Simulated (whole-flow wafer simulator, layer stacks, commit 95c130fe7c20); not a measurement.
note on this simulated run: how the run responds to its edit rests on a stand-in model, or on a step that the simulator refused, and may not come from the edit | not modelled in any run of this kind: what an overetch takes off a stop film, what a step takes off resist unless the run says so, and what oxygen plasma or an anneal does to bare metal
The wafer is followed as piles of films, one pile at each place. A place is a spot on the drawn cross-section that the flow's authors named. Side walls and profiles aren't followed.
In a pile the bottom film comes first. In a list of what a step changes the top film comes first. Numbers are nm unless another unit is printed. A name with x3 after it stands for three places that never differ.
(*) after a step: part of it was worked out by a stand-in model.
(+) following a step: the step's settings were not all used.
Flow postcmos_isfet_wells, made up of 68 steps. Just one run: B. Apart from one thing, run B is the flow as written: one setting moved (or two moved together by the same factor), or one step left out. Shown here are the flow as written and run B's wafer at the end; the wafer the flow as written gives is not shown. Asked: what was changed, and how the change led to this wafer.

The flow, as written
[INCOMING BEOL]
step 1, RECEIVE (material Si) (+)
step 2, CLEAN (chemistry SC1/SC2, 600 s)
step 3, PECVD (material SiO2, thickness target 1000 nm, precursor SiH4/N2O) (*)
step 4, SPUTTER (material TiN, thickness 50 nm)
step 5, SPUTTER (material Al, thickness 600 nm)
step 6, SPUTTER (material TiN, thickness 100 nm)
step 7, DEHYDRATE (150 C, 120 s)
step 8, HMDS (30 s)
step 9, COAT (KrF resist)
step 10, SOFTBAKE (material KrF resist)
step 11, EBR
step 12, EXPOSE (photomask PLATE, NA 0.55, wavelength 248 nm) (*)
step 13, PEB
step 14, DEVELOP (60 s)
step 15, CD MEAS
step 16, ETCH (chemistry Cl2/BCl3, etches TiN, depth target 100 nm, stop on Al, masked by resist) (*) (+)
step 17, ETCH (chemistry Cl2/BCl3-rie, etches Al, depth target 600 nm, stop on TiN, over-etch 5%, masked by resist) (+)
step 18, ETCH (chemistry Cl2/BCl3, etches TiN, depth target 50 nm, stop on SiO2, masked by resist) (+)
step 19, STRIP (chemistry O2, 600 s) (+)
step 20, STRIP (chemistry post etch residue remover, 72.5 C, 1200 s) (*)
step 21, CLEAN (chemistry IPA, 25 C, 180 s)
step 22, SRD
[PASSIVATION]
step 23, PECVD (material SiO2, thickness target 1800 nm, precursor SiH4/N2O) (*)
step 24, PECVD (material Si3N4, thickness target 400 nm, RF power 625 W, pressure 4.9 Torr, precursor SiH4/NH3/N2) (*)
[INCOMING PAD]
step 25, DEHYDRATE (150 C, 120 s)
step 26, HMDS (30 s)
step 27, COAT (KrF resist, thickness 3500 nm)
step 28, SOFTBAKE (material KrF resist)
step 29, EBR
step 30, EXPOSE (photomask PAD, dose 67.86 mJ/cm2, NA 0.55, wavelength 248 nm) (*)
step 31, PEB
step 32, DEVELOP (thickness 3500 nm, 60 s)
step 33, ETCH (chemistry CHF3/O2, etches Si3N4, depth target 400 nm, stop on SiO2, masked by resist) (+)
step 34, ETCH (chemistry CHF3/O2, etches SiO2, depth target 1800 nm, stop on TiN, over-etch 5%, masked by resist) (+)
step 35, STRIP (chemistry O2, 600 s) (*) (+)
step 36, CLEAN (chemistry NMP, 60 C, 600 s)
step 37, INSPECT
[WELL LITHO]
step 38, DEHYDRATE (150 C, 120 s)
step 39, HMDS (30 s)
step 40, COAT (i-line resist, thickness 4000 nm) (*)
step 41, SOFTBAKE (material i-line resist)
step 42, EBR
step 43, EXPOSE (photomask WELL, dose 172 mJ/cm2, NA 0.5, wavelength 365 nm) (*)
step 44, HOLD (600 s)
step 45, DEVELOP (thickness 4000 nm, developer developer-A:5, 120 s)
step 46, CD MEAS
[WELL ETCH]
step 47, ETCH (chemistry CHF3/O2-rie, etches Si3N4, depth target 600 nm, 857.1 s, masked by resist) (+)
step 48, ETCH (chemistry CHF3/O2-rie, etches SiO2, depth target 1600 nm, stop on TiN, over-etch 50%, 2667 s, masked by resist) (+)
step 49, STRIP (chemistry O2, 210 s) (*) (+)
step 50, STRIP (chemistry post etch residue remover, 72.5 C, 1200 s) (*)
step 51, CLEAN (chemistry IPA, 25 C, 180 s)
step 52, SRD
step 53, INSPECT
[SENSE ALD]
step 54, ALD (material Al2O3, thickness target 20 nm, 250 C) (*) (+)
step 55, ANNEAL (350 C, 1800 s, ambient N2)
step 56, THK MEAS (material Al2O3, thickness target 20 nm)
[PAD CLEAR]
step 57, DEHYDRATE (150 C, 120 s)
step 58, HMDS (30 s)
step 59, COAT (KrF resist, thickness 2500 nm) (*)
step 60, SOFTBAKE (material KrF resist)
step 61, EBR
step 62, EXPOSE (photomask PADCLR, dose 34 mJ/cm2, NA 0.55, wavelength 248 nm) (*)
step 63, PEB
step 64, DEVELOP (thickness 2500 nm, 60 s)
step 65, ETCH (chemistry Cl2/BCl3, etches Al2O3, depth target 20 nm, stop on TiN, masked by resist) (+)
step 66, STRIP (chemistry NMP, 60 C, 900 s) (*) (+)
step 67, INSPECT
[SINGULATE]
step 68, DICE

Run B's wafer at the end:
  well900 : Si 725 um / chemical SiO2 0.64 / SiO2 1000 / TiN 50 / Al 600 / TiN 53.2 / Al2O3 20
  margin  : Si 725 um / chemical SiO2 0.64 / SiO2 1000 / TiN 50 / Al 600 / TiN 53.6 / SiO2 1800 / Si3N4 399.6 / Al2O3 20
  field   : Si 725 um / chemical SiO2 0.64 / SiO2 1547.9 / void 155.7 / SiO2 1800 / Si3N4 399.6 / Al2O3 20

Cause: step 6, SPUTTER: thickness 54 nm was run, though the flow has thickness 100 nm.

Step by step, how the change led to this:
  step 6, SPUTTER (material TiN, thickness 100 nm)
      field, margin, well900, well1300 x3, pad_rim, pad_clr, pad_open: +54 TiN (new film) (as written it would have been: +100 TiN (new film))
  step 16, ETCH (chemistry Cl2/BCl3, etches TiN, depth target 100 nm, stop on Al, masked by resist) (*) (+)
      margin, well900, well1300 x3, pad_rim, pad_clr, pad_open: -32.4 KrF resist (as written it would have been: -40 KrF resist)
      field: -54 TiN (all of it) (as written it would have been: -100 TiN (all of it))
  step 23, PECVD (material SiO2, thickness target 1800 nm, precursor SiH4/N2O) (*)
      field: +1800 SiO2 (new film), +155.7 void (new film), +547.9 SiO2 (as written it would have been: +1800 SiO2 (new film), +189.9 void (new film), +559.7 SiO2)
